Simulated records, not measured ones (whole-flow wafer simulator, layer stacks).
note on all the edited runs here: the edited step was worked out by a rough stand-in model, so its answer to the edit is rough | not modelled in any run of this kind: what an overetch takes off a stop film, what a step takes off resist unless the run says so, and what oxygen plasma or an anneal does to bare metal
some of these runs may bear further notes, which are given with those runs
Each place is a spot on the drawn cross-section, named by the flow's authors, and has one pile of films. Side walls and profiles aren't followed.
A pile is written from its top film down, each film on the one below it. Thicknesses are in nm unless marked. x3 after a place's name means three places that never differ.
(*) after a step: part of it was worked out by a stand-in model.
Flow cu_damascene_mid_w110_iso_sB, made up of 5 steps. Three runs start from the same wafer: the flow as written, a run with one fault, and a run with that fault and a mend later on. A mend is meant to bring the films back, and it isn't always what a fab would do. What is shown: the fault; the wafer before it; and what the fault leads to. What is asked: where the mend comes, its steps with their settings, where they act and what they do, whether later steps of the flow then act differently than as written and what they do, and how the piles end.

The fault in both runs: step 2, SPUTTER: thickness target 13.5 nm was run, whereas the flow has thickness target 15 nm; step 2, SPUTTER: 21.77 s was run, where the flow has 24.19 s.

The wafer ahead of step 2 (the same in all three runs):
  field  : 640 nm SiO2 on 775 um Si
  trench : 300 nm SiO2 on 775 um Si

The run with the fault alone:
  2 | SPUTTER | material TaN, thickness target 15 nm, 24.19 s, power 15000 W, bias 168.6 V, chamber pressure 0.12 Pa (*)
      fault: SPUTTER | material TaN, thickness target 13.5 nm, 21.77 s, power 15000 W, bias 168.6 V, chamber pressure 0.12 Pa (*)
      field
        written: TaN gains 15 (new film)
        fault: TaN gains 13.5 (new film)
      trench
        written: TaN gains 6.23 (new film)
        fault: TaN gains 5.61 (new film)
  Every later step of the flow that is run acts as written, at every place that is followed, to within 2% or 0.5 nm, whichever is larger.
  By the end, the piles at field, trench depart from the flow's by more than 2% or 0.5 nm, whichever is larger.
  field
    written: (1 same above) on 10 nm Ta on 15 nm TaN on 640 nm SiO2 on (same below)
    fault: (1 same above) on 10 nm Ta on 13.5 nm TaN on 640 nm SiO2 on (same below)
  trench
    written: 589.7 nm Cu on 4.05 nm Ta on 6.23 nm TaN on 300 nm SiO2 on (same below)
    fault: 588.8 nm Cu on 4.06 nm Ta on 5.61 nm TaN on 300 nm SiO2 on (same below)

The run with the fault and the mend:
  The mend follows step 2.
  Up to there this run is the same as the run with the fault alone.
  2a | SPUTTER | material TaN, thickness target 1.5 nm, 2.419 s, power 15000 W, bias 168.6 V, chamber pressure 0.12 Pa (*) (a further turn of the flow's step 2, with different settings)
      field
        TaN gains 1.5
      trench
        TaN gains 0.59
  Every later step of the flow that is run acts as written at every place that is followed.
  When the end is reached, the piles differ only a little from the flow's at the places that both follow, at most by 2% or 0.5 nm, whichever is larger.
